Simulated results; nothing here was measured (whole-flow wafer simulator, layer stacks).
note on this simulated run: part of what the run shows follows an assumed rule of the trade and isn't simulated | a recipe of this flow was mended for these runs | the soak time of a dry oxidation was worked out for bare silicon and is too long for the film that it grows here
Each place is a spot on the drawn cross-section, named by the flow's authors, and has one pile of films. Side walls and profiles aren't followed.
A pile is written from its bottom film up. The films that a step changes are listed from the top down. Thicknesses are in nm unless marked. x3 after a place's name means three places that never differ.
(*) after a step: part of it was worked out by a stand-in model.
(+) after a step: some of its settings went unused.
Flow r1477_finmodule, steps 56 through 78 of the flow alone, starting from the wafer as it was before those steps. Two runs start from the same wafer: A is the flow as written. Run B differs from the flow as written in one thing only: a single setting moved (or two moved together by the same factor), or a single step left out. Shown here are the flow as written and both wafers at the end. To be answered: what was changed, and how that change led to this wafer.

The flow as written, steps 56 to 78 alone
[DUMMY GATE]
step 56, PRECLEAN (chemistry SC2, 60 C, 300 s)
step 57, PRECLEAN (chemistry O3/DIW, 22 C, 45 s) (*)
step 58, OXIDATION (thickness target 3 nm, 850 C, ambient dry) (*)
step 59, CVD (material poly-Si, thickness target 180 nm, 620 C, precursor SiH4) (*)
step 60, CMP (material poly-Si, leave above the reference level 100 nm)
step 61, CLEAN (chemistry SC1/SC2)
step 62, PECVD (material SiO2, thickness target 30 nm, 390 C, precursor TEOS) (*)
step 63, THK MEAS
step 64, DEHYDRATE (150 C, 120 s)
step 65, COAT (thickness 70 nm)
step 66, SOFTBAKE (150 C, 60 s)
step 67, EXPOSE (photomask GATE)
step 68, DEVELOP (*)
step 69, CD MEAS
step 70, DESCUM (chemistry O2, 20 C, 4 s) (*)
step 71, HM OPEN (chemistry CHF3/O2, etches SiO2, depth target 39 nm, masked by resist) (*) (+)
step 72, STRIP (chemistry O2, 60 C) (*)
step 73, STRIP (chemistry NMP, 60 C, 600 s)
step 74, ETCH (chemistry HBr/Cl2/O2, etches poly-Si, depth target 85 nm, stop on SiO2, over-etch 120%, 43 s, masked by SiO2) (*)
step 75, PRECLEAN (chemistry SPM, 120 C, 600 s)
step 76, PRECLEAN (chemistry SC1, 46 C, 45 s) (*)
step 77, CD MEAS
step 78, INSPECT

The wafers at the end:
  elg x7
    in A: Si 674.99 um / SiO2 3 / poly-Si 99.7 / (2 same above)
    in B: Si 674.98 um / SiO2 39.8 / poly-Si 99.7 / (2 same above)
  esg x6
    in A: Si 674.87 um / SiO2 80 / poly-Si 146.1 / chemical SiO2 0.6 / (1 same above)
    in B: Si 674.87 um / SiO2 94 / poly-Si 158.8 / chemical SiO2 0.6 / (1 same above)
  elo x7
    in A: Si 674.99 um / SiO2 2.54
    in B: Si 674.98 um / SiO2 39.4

What caused this: step 58, OXIDATION: 1105 C was run, while the flow as written has 850 C.

The path from the change to this, step by step:
  step 58, OXIDATION (thickness target 3 nm, 850 C, ambient dry) (*)
      elg x7, elo x7: A +3 SiO2 (new film), -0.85 chemical SiO2 (all of it), -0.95 Si | B +39.8 SiO2 (new film), -0.85 chemical SiO2 (all of it), -17.2 Si
      esg x6, e200sg, eso x3, e200so, s40so x3: A +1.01 SiO2, -0.48 chemical SiO2 (all of it), -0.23 Si | B +15 SiO2, -0.48 chemical SiO2 (all of it), -6.39 Si
      (also at 8 further places)
  step 59, CVD (material poly-Si, thickness target 180 nm, 620 C, precursor SiH4) (*)
      esg x6, s40cg x3, eso x3, s40co x3, s40so x3: A +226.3 poly-Si (new film) | B +239.1 poly-Si (new film)
      e200sg, e200so: A +219.2 poly-Si (new film) | B +239.1 poly-Si (new film)
  step 60, CMP (material poly-Si, leave above the reference level 100 nm)
      pad, padg: A -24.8 poly-Si | B -12.5 poly-Si
      e200sg, e200so: A -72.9 poly-Si | B -80 poly-Si
  step 74, ETCH (chemistry HBr/Cl2/O2, etches poly-Si, depth target 85 nm, stop on SiO2, over-etch 120%, 43 s, masked by SiO2) (*)
      eso x3, e200so, s40so x3: A -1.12 chemical SiO2 (all of it), -143.9 poly-Si (all of it), -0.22 SiO2 | B -1.12 chemical SiO2 (all of it), -156.7 poly-Si (all of it), -0.15 SiO2
      s40co x3: A -1.12 chemical SiO2 (all of it), -143.9 poly-Si (all of it), -0.22 SiO2 | B -1.12 chemical SiO2 (all of it), -156.6 poly-Si (all of it), -0.15 SiO2
      (also at 1 further place)
